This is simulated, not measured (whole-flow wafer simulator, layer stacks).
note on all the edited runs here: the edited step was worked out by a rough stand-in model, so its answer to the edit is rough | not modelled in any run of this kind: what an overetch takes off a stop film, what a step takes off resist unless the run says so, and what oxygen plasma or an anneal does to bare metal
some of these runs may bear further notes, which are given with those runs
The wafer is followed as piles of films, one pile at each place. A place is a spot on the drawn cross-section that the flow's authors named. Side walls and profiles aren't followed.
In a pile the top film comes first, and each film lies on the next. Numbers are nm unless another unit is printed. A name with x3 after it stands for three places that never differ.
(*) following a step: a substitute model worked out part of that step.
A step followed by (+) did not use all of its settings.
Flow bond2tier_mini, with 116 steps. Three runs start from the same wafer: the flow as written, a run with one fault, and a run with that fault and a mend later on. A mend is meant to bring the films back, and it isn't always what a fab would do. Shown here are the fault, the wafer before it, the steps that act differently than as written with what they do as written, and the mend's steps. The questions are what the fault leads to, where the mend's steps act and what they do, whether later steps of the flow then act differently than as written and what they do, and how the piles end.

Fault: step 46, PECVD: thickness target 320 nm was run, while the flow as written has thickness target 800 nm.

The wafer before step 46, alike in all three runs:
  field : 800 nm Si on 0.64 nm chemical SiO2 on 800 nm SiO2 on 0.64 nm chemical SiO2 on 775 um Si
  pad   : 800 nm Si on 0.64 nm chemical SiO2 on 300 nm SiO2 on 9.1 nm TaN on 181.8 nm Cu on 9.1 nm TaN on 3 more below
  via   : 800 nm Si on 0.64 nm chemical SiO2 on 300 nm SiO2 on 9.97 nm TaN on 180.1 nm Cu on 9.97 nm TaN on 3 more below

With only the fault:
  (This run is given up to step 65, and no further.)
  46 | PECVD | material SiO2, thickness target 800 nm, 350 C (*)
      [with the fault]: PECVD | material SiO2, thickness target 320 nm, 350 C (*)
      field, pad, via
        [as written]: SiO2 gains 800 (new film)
        [with the fault]: SiO2 gains 320 (new film)
  Steps later in the flow that act otherwise than as written (1 more step, not shown, differs only slightly: by at most 2% or 0.5 nm, whichever is larger):
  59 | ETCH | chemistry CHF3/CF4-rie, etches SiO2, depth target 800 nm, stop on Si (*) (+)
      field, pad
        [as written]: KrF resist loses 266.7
        [with the fault]: KrF resist loses 141.5
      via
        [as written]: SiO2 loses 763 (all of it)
        [with the fault]: SiO2 loses 283 (all of it)
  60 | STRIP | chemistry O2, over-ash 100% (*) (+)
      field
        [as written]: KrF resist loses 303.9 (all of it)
        [with the fault]: KrF resist loses 429.1 (all of it)
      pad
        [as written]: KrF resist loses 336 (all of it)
        [with the fault]: KrF resist loses 461.1 (all of it)
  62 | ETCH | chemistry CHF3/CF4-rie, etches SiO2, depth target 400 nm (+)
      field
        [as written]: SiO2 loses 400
        [with the fault]: SiO2 loses 312 (all of it), Si loses 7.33
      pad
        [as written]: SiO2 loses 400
        [with the fault]: SiO2 loses 275 (all of it), Si loses 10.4
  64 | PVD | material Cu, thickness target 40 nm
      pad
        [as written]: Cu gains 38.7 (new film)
        [with the fault]: Cu gains 40 (new film)
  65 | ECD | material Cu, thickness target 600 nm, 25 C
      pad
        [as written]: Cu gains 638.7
        [with the fault]: Cu gains 603.1
  The piles after step 65 differ from the flow's at field, pad by more than 2% or 0.5 nm, whichever is larger.
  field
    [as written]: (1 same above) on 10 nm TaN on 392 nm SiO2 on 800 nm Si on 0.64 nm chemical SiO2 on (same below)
    [with the fault]: (1 same above) on 10 nm TaN on 792.7 nm Si on 0.64 nm chemical SiO2 on (same below)
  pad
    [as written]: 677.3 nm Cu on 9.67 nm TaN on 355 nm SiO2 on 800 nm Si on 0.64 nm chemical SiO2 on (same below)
    [with the fault]: 643.1 nm Cu on 10 nm TaN on 789.6 nm Si on 0.64 nm chemical SiO2 on (same below)

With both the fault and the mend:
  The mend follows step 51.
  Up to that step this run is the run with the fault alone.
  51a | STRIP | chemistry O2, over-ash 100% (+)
      field
        KrF resist loses 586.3 (all of it)
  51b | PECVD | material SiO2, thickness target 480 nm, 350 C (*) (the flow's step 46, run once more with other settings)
      field, pad, via
        SiO2 gains 480
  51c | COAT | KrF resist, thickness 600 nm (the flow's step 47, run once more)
      field, pad, via
        KrF resist gains 600 (new film)
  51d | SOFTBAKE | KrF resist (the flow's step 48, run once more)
      does not change any film at any place that is followed
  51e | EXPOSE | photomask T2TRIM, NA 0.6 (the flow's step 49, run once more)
      does not change any film at any place that is followed
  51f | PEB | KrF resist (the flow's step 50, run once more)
      does not change any film at any place that is followed
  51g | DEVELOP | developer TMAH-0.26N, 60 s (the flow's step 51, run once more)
      pad, via
        KrF resist loses 600 (all of it)
      field
        KrF resist loses 13.7
  None of the later steps of the flow acts differently than as written at any place that is followed.
  At every place that both follow, the piles at the end match the flow's.
